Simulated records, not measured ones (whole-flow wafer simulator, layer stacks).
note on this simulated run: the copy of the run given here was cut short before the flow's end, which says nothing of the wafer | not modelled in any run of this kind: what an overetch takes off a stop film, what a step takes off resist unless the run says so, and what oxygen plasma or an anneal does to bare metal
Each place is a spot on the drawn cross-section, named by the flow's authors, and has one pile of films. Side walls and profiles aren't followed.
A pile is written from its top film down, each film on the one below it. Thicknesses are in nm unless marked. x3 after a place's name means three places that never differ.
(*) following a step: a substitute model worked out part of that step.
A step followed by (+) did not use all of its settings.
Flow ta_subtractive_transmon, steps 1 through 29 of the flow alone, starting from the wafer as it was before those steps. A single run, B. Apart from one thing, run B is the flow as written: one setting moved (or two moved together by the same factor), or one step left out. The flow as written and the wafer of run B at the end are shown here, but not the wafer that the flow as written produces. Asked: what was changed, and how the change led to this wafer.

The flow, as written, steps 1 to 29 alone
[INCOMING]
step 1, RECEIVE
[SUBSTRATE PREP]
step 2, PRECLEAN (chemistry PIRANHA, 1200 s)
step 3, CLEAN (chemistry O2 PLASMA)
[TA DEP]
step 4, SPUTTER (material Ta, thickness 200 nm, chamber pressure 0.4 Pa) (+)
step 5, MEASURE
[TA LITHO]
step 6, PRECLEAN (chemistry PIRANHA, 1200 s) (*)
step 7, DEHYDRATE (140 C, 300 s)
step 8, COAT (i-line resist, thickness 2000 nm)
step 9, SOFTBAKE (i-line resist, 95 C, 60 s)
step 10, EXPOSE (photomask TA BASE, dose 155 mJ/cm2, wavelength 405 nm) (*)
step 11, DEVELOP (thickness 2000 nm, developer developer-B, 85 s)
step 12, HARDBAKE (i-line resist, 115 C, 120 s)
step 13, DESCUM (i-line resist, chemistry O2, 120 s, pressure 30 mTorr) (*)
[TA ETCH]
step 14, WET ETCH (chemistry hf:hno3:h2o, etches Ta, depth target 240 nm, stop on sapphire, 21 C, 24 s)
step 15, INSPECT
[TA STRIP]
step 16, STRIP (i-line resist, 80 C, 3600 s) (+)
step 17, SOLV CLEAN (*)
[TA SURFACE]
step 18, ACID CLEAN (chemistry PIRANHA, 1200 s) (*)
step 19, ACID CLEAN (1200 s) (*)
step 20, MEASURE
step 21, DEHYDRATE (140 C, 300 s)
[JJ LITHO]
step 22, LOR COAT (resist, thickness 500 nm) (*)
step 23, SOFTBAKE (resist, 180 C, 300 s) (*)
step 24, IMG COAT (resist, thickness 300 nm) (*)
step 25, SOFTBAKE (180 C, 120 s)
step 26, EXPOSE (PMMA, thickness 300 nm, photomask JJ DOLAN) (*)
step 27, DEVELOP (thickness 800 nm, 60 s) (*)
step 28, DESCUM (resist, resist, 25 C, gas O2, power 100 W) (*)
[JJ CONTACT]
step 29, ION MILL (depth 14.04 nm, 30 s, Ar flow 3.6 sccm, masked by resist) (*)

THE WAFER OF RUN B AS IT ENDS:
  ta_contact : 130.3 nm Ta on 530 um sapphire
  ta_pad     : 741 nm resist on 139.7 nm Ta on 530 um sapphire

The reason: step 4, SPUTTER: thickness 140 nm was run, though the flow has thickness 200 nm.

Step by step, how the change led to this:
  step 4, SPUTTER (material Ta, thickness 200 nm, chamber pressure 0.4 Pa) (+)
      field x2, jj_line, lead, ta_contact, ta_pad: +140 Ta (new film) (it would be, as written: +200 Ta (new film))
  step 14, WET ETCH (chemistry hf:hno3:h2o, etches Ta, depth target 240 nm, stop on sapphire, 21 C, 24 s)
      field x2, jj_line, lead: -140 Ta (all of it) (it would be, as written: -200 Ta (all of it))
  step 22, LOR COAT (resist, thickness 500 nm) (*)
      lead: +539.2 resist (new film) (it would be, as written: +554.8 resist (new film))
      ta_contact: +459.5 resist (new film) (it would be, as written: +443.8 resist (new film))
  step 27, DEVELOP (thickness 800 nm, 60 s) (*)
      lead: -848 resist (all of it) (it would be, as written: -867.4 resist (all of it))
      ta_contact: -750.9 resist (all of it) (it would be, as written: -731.2 resist (all of it))
